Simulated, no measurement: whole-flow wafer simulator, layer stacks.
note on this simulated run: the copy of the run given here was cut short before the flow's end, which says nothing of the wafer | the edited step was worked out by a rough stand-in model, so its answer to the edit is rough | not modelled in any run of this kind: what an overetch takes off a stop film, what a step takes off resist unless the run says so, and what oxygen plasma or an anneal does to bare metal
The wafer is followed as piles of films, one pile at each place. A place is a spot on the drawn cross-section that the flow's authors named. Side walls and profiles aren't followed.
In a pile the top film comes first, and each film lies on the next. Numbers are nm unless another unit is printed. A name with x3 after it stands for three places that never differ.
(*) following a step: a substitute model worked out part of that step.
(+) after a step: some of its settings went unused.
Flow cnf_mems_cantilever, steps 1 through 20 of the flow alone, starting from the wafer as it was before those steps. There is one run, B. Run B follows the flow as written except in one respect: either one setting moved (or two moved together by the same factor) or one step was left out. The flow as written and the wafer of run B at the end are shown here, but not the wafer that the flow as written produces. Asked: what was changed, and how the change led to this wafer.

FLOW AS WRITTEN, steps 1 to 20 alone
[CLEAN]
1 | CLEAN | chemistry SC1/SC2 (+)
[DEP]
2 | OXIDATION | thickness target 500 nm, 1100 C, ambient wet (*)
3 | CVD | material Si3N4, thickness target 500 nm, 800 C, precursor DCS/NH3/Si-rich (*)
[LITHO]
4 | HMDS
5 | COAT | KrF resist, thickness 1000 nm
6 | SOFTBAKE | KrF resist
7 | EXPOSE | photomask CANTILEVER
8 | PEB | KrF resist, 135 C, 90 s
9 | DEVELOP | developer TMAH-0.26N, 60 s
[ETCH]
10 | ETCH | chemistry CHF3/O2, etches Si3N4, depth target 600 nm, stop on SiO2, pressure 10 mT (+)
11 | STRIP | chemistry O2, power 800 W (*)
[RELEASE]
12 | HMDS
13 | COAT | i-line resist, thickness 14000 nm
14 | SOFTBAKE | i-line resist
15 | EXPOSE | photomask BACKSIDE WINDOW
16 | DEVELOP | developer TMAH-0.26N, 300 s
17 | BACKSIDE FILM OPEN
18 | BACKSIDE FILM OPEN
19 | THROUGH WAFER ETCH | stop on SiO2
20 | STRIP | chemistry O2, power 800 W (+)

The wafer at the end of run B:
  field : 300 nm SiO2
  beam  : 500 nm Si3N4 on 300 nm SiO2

The reason: step 2, OXIDATION: thickness target 300 nm was run, while the flow as written has thickness target 500 nm.
One can read it off the wafer: field has SiO2 300, and step 2 as written asks for 500 nm.

Step by step, how the change led to this:
  2 | OXIDATION | thickness target 500 nm, 1100 C, ambient wet (*)
      field, beam: SiO2 gains 300 (new film), chemical SiO2 loses 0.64 (all of it), Si loses 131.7 (in the flow as written it would be: SiO2 gains 500 (new film), chemical SiO2 loses 0.64 (all of it), Si loses 219.7)
  19 | THROUGH WAFER ETCH | stop on SiO2
      field: under 1 film: Si loses 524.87 um (all of it) (in the flow as written it would be: under 1 film: Si loses 524.78 um (all of it))
      beam: under 2 films: Si loses 524.87 um (all of it) (in the flow as written it would be: under 2 films: Si loses 524.78 um (all of it))
